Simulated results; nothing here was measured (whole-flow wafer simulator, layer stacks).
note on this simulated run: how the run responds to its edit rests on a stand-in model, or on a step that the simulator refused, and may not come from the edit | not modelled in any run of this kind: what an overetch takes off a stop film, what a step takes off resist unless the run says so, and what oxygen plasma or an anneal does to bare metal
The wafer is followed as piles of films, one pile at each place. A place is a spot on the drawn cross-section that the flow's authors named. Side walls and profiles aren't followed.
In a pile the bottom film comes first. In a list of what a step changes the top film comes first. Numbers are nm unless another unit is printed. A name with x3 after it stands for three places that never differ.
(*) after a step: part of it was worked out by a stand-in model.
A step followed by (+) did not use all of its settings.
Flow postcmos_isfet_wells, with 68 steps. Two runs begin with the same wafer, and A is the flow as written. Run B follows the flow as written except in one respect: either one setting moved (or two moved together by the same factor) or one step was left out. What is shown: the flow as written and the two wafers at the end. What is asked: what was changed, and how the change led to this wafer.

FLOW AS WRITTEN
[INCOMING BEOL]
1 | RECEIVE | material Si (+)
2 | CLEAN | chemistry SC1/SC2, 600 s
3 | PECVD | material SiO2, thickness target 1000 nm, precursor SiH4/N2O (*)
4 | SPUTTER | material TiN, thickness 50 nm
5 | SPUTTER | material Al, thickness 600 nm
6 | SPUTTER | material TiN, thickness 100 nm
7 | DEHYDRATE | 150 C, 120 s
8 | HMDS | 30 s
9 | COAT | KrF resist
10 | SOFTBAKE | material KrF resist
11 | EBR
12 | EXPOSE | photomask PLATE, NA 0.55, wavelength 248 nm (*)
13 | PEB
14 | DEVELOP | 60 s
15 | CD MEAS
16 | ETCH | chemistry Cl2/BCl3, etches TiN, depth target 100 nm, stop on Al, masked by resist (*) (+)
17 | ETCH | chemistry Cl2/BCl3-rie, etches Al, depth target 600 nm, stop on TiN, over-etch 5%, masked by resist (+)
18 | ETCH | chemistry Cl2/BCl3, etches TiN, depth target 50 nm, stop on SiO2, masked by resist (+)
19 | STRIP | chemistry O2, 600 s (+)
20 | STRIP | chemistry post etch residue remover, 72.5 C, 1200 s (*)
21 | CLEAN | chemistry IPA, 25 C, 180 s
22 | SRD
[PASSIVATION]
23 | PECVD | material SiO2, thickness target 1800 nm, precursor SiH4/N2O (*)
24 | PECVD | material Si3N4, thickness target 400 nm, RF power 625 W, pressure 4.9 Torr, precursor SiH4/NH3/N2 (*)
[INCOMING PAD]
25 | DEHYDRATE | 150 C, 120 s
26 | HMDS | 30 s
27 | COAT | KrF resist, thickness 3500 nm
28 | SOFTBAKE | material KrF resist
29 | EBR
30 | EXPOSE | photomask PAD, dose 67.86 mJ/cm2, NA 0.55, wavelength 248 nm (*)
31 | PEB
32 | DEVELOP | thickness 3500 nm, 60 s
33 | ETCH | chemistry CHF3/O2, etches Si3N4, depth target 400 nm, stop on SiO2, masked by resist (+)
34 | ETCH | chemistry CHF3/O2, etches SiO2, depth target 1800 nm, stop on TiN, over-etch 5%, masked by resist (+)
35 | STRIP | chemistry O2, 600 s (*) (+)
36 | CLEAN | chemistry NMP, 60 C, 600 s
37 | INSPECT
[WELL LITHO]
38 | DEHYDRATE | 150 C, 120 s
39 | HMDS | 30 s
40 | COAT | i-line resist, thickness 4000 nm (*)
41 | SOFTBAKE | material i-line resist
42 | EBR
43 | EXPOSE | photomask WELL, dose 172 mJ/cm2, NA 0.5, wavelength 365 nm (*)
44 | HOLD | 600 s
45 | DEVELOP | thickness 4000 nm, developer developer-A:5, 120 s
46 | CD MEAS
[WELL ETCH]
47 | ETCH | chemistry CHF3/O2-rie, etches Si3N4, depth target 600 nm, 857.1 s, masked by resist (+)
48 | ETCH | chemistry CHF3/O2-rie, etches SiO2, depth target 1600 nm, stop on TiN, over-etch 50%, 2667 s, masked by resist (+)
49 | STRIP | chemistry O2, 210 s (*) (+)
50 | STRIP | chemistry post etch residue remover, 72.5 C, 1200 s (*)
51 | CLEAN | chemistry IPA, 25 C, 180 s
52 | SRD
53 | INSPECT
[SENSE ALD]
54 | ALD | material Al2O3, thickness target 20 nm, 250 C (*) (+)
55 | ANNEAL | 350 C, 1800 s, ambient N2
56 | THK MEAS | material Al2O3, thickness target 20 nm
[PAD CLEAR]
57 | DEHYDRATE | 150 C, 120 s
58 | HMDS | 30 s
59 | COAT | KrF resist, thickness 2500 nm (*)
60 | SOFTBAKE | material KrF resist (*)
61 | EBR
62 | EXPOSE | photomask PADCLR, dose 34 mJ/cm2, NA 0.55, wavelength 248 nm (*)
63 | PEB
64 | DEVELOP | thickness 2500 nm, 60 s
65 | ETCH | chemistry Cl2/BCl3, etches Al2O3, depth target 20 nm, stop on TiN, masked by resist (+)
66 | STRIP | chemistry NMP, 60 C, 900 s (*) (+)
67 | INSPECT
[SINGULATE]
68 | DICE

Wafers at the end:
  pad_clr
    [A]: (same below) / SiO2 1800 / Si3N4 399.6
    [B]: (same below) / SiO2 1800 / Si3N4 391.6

The reason: step 65, ETCH: depth target 28 nm was run, whereas the flow has depth target 20 nm.

How this came from the change, step by step:
  65 | ETCH | chemistry Cl2/BCl3, etches Al2O3, depth target 20 nm, stop on TiN, masked by resist (+)
      pad_clr: A Al2O3 loses 20 (all of it) | B Al2O3 loses 20 (all of it), Si3N4 loses 8
      field, margin, pad_rim: A KrF resist loses 25 | B KrF resist loses 35
